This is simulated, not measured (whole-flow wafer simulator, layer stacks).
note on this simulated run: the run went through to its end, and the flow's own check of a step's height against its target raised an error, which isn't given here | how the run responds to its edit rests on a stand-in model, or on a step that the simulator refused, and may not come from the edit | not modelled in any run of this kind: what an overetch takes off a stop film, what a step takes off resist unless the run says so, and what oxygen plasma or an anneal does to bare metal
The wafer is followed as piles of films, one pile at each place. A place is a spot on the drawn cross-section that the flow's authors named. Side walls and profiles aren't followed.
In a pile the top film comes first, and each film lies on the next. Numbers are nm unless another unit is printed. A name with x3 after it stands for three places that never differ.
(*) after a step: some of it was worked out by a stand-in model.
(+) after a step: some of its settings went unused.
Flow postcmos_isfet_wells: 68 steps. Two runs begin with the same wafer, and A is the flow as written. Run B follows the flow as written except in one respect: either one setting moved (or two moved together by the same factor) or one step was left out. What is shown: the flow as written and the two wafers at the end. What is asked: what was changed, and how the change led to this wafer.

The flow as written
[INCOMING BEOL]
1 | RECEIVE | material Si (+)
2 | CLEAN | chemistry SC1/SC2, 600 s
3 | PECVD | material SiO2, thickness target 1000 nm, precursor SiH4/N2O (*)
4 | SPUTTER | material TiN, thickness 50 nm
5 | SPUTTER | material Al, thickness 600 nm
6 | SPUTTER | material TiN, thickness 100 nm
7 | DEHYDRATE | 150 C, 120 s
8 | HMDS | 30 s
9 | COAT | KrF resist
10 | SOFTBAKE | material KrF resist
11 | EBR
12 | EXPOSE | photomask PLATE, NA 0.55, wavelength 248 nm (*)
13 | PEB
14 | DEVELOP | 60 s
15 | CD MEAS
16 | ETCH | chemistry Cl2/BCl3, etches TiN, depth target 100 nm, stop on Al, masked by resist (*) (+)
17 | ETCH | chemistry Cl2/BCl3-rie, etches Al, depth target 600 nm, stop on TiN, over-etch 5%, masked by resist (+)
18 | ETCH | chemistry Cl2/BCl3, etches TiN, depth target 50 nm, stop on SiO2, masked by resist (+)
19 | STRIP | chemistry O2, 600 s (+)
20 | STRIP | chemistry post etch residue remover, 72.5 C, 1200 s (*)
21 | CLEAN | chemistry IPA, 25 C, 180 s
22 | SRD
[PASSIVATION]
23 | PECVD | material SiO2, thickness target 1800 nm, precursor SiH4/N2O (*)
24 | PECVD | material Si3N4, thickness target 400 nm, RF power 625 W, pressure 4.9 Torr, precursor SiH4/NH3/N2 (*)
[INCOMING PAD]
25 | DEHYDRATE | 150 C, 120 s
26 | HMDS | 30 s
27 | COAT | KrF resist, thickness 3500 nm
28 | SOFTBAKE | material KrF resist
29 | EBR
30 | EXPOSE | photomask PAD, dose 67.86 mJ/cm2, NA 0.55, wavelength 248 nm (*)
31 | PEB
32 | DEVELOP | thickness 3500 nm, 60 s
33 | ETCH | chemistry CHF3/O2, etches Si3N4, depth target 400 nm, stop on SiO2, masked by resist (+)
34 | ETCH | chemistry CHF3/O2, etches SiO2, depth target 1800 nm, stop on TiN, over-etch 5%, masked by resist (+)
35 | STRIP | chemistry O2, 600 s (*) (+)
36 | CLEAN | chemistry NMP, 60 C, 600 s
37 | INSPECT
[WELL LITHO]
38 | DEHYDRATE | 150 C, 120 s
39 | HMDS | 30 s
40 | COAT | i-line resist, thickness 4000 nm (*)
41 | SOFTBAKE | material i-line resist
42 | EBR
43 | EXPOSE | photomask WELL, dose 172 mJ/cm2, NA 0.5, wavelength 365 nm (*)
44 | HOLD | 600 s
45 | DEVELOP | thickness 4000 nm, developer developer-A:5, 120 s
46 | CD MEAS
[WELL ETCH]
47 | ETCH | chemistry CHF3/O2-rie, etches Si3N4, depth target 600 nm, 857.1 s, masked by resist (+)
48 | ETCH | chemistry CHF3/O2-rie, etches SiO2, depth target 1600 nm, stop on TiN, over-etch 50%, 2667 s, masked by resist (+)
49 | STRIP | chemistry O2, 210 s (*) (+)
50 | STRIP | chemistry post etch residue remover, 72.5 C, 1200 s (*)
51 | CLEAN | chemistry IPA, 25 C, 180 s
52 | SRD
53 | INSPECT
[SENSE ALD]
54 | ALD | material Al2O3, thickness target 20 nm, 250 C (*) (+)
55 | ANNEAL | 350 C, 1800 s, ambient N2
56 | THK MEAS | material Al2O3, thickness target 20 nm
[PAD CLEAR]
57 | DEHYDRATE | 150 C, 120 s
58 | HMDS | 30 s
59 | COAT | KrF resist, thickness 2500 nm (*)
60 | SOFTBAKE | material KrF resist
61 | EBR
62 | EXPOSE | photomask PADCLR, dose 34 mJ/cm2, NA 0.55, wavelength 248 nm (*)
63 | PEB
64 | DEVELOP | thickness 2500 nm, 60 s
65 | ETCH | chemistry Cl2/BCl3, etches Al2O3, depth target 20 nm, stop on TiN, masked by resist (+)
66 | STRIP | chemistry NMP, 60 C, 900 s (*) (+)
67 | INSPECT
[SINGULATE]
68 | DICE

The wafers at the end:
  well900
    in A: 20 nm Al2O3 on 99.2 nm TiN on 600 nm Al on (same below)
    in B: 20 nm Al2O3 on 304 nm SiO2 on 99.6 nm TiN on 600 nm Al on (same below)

What caused this: step 48, ETCH: depth target 864 nm was run, while the flow as written has depth target 1600 nm; step 48, ETCH: 1440 s was run, where the flow has 2667 s.

How this came from the change, step by step:
  48 | ETCH | chemistry CHF3/O2-rie, etches SiO2, depth target 1600 nm, stop on TiN, over-etch 50%, 2667 s, masked by resist (+)
      well900, well1300 x3: A -1600 SiO2 (all of it) | B -1296 SiO2
      field, margin, pad_rim, pad_clr, pad_open: A -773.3 i-line resist | B -417.6 i-line resist
  49 | STRIP | chemistry O2, 210 s (*) (+)
      field, margin, pad_rim: A -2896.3 i-line resist (all of it) | B -3252.1 i-line resist (all of it)
      pad_clr: A -1996.5 i-line resist (all of it) | B -2352.2 i-line resist (all of it)
      (and at 1 other place as well)
  59 | COAT | KrF resist, thickness 2500 nm (*)
      field: A +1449 KrF resist (new film) | B +1594.4 KrF resist (new film)
      margin: A +1448.9 KrF resist (new film) | B +1594.3 KrF resist (new film)
  63 | PEB
      field, margin: A -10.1 KrF resist | B -11.1 KrF resist
  66 | STRIP | chemistry NMP, 60 C, 900 s (*) (+)
      field, margin: A -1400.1 KrF resist (all of it) | B -1544.5 KrF resist (all of it)
